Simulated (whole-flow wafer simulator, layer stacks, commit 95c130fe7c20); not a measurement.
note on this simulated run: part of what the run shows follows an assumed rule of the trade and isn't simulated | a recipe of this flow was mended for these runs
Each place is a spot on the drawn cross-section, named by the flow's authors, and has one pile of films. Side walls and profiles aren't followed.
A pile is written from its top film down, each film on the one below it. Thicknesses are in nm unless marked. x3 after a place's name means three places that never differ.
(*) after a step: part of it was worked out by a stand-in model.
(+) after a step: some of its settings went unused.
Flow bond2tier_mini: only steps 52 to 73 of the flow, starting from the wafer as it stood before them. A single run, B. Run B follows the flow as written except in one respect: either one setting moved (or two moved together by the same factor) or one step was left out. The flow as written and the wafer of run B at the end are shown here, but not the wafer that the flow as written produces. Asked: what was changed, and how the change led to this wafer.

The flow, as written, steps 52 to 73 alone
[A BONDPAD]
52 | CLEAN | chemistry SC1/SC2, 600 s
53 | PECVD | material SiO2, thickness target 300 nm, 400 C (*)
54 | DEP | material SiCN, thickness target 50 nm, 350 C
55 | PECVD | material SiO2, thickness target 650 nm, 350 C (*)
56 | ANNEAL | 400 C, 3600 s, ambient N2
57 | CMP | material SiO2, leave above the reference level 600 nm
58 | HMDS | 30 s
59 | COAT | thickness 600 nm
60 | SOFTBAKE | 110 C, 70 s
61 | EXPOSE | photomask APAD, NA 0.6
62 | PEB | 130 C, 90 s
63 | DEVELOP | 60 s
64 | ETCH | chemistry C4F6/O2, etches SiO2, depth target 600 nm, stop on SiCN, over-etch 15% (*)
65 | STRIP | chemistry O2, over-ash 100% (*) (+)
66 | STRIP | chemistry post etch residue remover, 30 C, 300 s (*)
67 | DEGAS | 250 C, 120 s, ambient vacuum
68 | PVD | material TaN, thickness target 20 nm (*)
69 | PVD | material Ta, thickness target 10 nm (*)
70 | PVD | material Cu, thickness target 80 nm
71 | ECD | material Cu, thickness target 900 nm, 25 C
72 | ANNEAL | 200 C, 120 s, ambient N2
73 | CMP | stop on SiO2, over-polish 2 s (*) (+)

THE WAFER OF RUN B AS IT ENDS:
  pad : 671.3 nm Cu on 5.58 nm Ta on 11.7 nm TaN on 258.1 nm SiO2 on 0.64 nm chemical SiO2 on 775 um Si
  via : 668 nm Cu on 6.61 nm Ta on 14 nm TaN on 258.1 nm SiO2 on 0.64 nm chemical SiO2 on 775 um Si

What caused this: step 64, ETCH: depth target 816 nm was run, while the flow as written has depth target 600 nm.

The path from the change to this, step by step:
  64 | ETCH | chemistry C4F6/O2, etches SiO2, depth target 600 nm, stop on SiCN, over-etch 15% (*)
      pad, via: SiO2 loses 600 (all of it), SiCN loses 50 (all of it), SiO2 loses 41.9 (it would be, as written: SiO2 loses 600 (all of it), SiCN loses 15.2)
      field: thick-KrF-resist loses 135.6 (it would be, as written: thick-KrF-resist loses 115)
  65 | STRIP | chemistry O2, over-ash 100% (*) (+)
      field: thick-KrF-resist loses 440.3 (all of it) (it would be, as written: thick-KrF-resist loses 460.9 (all of it))
  68 | PVD | material TaN, thickness target 20 nm (*)
      pad: TaN gains 11.7 (new film) (it would be, as written: TaN gains 12.3 (new film))
      via: TaN gains 14 (new film) (it would be, as written: TaN gains 14.9 (new film))
  70 | PVD | material Cu, thickness target 80 nm
      pad: Cu gains 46 (new film) (it would be, as written: Cu gains 48.4 (new film))
      via: Cu gains 55.4 (new film) (it would be, as written: Cu gains 59 (new film))
  71 | ECD | material Cu, thickness target 900 nm, 25 C
      pad: Cu gains 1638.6 (it would be, as written: Cu gains 1558.7)
      via: Cu gains 1625.9 (it would be, as written: Cu gains 1544.3)
